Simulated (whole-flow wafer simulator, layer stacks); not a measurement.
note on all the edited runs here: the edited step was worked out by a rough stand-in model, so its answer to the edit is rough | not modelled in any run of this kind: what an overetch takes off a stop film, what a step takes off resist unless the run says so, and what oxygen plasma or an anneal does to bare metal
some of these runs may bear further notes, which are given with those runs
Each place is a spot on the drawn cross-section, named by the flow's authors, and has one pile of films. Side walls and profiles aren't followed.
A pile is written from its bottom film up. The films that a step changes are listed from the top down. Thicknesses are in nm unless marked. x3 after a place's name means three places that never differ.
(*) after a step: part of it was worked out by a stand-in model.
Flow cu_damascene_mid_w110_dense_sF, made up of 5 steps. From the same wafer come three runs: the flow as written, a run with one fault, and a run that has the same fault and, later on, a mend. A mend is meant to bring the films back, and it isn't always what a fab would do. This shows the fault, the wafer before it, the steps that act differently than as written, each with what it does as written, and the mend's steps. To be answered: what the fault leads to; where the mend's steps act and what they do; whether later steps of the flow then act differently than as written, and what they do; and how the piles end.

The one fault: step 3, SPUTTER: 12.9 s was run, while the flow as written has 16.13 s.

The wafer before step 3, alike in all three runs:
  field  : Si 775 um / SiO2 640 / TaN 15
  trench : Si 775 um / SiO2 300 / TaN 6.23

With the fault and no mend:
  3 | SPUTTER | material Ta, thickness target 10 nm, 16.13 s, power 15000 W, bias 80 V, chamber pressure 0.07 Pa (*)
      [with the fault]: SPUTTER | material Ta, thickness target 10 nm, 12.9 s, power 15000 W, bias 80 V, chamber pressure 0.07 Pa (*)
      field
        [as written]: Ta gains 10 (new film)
        [with the fault]: Ta gains 8 (new film)
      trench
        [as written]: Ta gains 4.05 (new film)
        [with the fault]: Ta gains 3.24 (new film)
  None of the later steps of the flow differs from how it acts as written, at any place that is followed, by more than 2% or 0.5 nm, whichever is larger.
  At field, trench, the piles at the end differ from the flow's by more than 2% or 0.5 nm, whichever is larger.
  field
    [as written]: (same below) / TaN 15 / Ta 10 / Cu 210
    [with the fault]: (same below) / TaN 15 / Ta 8 / Cu 210
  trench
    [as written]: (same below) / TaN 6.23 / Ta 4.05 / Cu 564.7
    [with the fault]: (same below) / TaN 6.23 / Ta 3.24 / Cu 563.5

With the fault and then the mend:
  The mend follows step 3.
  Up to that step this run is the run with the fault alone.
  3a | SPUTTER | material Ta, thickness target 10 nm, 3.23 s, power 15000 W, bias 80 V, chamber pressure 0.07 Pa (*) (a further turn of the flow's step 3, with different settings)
      field
        Ta gains 2
      trench
        Ta gains 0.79
  None of the later steps of the flow differs from how it acts as written, at any place that is followed, by more than 2% or 0.5 nm, whichever is larger.
  At the end the piles are close to the flow's at the places that both follow, differing by at most 2% or 0.5 nm, whichever is larger.
